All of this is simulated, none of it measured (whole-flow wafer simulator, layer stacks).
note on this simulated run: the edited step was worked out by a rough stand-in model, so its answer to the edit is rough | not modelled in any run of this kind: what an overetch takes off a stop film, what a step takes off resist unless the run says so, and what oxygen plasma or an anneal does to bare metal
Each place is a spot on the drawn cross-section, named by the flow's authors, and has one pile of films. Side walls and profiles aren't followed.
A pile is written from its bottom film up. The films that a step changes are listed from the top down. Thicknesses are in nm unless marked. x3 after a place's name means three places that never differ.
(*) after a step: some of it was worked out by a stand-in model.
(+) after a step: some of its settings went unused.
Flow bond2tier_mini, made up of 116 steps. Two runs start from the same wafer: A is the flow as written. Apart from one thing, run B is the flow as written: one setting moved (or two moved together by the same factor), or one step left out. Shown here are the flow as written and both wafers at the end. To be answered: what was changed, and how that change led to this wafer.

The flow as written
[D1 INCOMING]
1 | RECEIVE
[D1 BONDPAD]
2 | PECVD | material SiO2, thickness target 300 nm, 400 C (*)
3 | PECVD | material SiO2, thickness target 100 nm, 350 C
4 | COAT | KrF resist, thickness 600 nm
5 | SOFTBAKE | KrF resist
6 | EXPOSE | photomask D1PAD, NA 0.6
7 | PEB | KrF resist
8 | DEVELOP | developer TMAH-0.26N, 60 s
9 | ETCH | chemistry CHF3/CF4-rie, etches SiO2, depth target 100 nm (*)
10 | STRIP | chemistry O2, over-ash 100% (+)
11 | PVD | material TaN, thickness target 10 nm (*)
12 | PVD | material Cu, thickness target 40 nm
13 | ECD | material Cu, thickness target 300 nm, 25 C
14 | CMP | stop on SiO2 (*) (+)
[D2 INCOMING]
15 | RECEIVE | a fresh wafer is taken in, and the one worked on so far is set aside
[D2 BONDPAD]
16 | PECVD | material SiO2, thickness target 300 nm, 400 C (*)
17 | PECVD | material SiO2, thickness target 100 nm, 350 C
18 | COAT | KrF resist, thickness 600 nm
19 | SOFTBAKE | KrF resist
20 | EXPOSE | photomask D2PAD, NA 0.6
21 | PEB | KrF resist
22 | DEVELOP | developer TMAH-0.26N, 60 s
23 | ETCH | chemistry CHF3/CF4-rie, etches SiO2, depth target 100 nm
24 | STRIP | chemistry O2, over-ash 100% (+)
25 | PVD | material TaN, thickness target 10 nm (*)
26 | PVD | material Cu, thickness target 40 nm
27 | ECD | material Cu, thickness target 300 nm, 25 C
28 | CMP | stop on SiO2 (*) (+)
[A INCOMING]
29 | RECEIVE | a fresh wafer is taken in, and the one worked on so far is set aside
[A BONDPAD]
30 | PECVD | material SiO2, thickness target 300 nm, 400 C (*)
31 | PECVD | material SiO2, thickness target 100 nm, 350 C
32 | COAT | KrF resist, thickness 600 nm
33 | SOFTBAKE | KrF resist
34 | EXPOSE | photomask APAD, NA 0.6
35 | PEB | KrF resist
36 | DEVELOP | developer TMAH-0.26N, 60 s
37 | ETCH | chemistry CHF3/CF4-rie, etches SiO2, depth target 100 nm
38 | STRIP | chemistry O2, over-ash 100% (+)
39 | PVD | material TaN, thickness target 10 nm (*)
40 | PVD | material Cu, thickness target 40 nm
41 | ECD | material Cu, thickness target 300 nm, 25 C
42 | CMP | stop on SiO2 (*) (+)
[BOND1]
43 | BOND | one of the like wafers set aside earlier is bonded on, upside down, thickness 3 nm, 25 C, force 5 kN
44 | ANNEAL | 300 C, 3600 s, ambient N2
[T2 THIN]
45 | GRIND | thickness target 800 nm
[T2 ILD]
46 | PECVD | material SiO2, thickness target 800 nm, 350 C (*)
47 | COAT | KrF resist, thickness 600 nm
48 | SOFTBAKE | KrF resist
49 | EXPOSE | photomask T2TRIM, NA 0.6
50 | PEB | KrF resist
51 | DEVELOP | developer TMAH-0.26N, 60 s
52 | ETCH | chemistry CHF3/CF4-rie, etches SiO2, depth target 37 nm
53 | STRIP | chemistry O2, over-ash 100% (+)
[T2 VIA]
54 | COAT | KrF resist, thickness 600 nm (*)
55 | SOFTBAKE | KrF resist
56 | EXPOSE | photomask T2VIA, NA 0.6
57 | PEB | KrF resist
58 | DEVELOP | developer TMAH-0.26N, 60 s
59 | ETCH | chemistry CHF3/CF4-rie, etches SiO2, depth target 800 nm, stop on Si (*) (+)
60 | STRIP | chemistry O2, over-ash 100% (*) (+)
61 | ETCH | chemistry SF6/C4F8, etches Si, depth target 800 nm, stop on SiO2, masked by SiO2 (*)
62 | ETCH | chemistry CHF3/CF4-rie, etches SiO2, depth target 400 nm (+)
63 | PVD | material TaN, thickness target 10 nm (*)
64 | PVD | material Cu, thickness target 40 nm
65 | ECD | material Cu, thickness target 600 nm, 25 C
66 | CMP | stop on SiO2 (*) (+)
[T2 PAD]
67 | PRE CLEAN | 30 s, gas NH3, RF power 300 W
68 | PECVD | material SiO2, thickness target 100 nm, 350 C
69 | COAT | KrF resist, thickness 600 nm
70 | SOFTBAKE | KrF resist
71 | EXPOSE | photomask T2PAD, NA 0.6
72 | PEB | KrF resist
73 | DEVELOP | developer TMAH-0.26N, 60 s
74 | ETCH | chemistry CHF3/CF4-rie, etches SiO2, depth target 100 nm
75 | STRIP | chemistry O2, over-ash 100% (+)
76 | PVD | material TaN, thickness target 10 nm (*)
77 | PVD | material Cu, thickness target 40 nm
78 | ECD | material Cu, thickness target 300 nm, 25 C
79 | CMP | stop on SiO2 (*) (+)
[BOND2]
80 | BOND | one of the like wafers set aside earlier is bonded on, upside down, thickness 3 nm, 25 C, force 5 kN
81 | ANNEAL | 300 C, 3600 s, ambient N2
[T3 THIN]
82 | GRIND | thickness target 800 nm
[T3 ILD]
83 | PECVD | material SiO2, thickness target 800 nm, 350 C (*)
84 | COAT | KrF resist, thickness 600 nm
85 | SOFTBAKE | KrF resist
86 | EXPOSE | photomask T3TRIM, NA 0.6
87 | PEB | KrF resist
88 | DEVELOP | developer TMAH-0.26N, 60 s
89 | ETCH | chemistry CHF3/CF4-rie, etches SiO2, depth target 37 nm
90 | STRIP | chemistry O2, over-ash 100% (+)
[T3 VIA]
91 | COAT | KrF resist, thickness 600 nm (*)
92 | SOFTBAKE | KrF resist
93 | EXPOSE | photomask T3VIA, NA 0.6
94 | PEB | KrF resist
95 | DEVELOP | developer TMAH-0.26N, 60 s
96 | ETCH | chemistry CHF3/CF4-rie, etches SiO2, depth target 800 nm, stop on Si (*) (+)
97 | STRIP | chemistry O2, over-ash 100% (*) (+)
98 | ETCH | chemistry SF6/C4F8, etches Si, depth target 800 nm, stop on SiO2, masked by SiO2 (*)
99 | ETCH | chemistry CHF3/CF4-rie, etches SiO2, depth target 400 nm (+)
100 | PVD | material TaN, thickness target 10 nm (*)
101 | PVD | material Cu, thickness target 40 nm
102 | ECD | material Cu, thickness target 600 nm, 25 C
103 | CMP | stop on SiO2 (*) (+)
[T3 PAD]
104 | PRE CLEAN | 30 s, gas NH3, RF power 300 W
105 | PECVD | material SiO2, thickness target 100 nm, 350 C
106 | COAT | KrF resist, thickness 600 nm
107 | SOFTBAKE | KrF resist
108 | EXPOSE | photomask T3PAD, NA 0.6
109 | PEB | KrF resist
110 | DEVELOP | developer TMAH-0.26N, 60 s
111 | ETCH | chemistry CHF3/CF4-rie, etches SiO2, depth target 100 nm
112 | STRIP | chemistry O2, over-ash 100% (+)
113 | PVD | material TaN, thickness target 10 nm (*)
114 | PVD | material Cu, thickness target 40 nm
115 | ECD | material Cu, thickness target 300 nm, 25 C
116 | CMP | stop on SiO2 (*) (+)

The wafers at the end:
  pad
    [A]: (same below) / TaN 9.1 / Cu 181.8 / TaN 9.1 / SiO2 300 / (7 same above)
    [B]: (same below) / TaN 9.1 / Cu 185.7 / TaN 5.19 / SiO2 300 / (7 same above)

Cause: step 25, PVD: thickness target 5.7 nm was run, whereas the flow has thickness target 10 nm.

How this came from the change, step by step:
  25 | PVD | material TaN, thickness target 10 nm (*)
      field: A +10 TaN (new film) | B +5.7 TaN (new film)
      pad: A +9.1 TaN (new film) | B +5.19 TaN (new film)
      (and at 1 other place as well)
  28 | CMP | stop on SiO2 (*) (+)
      field: A -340 Cu (all of it), -10 TaN (all of it) | B -340 Cu (all of it), -5.7 TaN (all of it)
  80 | BOND | one of the like wafers set aside earlier is bonded on, upside down, thickness 3 nm, 25 C, force 5 kN
      pad: A +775 um Si (new film), +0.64 chemical SiO2 (new film), +300 SiO2 (new film), +9.1 TaN (new film), +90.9 Cu | B +775 um Si (new film), +0.64 chemical SiO2 (new film), +300 SiO2 (new film), +5.19 TaN (new film), +94.8 Cu
